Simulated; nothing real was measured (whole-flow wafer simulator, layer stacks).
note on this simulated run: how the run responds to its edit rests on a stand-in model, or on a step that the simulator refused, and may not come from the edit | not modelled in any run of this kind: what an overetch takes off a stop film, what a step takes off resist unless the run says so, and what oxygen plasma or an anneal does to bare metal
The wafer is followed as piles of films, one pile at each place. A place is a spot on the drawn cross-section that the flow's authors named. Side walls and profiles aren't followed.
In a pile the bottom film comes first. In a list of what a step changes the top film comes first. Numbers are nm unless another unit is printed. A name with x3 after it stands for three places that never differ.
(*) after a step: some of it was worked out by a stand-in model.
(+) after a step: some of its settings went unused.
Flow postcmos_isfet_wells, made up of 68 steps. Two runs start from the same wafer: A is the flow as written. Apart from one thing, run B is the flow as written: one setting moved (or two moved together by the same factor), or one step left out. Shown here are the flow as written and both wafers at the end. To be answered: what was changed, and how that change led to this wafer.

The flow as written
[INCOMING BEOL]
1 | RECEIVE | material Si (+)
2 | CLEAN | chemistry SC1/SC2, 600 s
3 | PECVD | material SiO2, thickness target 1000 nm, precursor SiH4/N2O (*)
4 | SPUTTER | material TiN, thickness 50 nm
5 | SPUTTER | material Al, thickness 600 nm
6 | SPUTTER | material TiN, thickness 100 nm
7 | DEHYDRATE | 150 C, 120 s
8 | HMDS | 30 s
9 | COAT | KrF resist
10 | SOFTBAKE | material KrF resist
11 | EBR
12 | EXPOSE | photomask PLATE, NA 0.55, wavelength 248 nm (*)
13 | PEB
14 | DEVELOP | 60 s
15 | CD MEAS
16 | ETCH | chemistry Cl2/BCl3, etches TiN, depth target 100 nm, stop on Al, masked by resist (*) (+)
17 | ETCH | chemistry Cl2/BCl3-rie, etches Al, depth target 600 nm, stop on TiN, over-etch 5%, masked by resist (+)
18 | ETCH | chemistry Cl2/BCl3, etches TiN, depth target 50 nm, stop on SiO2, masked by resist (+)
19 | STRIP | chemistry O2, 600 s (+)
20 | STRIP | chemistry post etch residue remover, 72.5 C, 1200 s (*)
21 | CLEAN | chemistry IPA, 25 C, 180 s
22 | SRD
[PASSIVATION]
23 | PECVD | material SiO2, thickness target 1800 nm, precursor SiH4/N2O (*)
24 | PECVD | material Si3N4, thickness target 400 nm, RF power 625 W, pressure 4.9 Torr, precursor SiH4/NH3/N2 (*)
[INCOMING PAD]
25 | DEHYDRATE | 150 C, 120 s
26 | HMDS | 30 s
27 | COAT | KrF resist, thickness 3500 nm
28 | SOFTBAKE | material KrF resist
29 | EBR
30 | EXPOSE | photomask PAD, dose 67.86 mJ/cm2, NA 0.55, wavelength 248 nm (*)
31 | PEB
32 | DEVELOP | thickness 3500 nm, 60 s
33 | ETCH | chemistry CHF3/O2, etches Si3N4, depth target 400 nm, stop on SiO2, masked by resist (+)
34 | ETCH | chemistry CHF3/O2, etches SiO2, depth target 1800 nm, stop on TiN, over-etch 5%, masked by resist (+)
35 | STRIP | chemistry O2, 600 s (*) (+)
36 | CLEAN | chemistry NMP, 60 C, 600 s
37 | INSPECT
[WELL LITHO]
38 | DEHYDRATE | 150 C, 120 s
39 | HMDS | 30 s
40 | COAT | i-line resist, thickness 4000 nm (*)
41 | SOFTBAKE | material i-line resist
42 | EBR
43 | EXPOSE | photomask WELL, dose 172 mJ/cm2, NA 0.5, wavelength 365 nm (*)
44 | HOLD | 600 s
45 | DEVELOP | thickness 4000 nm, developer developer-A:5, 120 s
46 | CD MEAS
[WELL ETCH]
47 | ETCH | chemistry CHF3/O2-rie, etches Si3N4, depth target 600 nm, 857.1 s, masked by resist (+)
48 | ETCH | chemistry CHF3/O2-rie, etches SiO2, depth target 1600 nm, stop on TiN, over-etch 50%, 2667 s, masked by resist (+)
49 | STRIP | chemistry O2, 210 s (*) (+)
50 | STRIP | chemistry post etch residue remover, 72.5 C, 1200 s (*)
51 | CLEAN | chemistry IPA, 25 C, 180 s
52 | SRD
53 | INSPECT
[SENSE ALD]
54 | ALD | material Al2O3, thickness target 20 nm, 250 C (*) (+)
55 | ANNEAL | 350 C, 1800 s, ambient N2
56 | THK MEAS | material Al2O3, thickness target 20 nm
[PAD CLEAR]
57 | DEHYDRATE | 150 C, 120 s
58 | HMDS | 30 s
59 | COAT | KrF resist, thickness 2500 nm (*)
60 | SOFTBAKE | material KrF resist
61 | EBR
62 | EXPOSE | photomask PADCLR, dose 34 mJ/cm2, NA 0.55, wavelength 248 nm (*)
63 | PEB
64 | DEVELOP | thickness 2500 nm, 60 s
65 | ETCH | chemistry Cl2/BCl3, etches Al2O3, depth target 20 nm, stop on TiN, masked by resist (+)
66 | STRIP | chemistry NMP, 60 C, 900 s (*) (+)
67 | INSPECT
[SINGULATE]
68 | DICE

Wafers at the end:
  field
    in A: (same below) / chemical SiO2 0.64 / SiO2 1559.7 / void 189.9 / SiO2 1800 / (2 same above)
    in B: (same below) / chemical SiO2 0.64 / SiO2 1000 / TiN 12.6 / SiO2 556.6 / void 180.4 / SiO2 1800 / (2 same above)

The reason: step 18, ETCH: depth target 37 nm was run, while the flow as written has depth target 50 nm.

Step by step, how the change led to this:
  18 | ETCH | chemistry Cl2/BCl3, etches TiN, depth target 50 nm, stop on SiO2, masked by resist (+)
      field: A TiN loses 50 (all of it) | B TiN loses 37
      margin, well900, well1300 x3, pad_rim, pad_clr, pad_open: A KrF resist loses 20 | B KrF resist loses 14.8
  23 | PECVD | material SiO2, thickness target 1800 nm, precursor SiH4/N2O (*)
      field: A SiO2 gains 1800 (new film), void gains 189.9 (new film), SiO2 gains 559.7 | B SiO2 gains 1800 (new film), void gains 180.4 (new film), SiO2 gains 556.6 (new film)
With metal films that touch counted as one body, field has 1 body; the flow as written gives 0 bodies.
